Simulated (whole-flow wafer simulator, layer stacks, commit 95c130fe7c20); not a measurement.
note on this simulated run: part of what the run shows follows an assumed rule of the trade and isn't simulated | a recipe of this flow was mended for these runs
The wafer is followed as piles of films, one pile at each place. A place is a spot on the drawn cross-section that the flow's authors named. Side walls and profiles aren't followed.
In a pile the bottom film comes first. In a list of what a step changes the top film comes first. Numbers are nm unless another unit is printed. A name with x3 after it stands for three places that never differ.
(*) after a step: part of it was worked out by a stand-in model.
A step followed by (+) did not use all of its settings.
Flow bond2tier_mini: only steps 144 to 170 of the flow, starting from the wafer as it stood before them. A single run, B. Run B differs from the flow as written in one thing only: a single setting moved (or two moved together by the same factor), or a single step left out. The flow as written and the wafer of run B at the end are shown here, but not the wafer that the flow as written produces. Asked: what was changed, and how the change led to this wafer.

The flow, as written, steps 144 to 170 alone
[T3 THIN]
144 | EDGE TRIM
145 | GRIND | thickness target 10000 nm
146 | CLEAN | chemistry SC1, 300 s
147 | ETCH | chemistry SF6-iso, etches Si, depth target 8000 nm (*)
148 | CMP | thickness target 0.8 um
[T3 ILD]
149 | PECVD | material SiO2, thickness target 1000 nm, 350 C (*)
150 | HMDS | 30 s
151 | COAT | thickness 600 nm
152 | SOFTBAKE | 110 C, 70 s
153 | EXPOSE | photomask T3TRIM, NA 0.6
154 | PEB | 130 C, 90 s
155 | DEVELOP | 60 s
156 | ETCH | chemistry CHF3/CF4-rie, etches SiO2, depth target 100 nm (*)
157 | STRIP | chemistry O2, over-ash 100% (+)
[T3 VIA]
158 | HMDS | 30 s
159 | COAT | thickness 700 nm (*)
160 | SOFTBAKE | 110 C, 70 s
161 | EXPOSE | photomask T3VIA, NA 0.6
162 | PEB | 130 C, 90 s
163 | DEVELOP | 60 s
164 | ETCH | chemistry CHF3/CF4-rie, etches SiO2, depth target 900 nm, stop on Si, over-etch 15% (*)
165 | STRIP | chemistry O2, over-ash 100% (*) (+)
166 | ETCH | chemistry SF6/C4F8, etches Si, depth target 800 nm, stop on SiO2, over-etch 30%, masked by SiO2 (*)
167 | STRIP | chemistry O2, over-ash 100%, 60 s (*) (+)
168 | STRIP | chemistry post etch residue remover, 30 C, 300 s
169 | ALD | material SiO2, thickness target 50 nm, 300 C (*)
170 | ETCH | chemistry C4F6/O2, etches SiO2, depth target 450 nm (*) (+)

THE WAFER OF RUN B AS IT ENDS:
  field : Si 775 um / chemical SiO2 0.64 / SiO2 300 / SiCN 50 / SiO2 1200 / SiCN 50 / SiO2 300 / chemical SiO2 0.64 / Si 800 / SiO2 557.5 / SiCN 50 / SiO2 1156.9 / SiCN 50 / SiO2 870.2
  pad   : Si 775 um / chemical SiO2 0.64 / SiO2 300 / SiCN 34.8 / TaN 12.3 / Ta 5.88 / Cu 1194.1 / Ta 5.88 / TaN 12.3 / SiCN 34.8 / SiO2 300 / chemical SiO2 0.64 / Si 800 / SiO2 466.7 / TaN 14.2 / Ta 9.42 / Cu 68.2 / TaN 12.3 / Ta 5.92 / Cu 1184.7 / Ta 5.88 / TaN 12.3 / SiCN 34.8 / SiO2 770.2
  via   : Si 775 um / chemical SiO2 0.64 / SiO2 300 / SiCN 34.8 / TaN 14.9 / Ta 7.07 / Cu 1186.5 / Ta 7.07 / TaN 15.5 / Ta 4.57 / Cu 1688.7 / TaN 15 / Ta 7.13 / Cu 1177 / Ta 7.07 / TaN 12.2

The reason: step 147, ETCH: depth target 12800 nm was run, while the flow as written has depth target 8000 nm.

Step by step, how the change led to this:
  147 | ETCH | chemistry SF6-iso, etches Si, depth target 8000 nm (*)
      field, pad, via: chemical SiO2 loses 0.6 (all of it), Si loses 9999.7 (all of it), chemical SiO2 loses 0.64 (all of it), SiO2 loses 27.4 (as written it would have been: chemical SiO2 loses 0.6 (all of it), Si loses 8000)
  148 | CMP | thickness target 0.8 um
      field, pad, via: nothing (as written it would have been: Si loses 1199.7)
  149 | PECVD | material SiO2, thickness target 1000 nm, 350 C (*)
      field, pad, via: SiO2 gains 1000 (as written it would have been: SiO2 gains 1000 (new film))
  164 | ETCH | chemistry CHF3/CF4-rie, etches SiO2, depth target 900 nm, stop on Si, over-etch 15% (*)
      via: SiO2 loses 1035 (as written it would have been: SiO2 loses 900 (all of it), Si loses 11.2)
  166 | ETCH | chemistry SF6/C4F8, etches Si, depth target 800 nm, stop on SiO2, over-etch 30%, masked by SiO2 (*)
      via: SiO2 loses 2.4 (as written it would have been: Si loses 788.8 (all of it), chemical SiO2 loses 0.64 (all of it), SiO2 loses 1.87)
      field, pad: SiO2 loses 2.4 (as written it would have been: SiO2 loses 10.3)
  170 | ETCH | chemistry C4F6/O2, etches SiO2, depth target 450 nm (*) (+)
      via: SiO2 loses 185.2 (all of it), SiCN loses 34.8 (all of it), TaN loses 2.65 (as written it would have been: SiO2 loses 348.1 (all of it), SiCN loses 17.2)
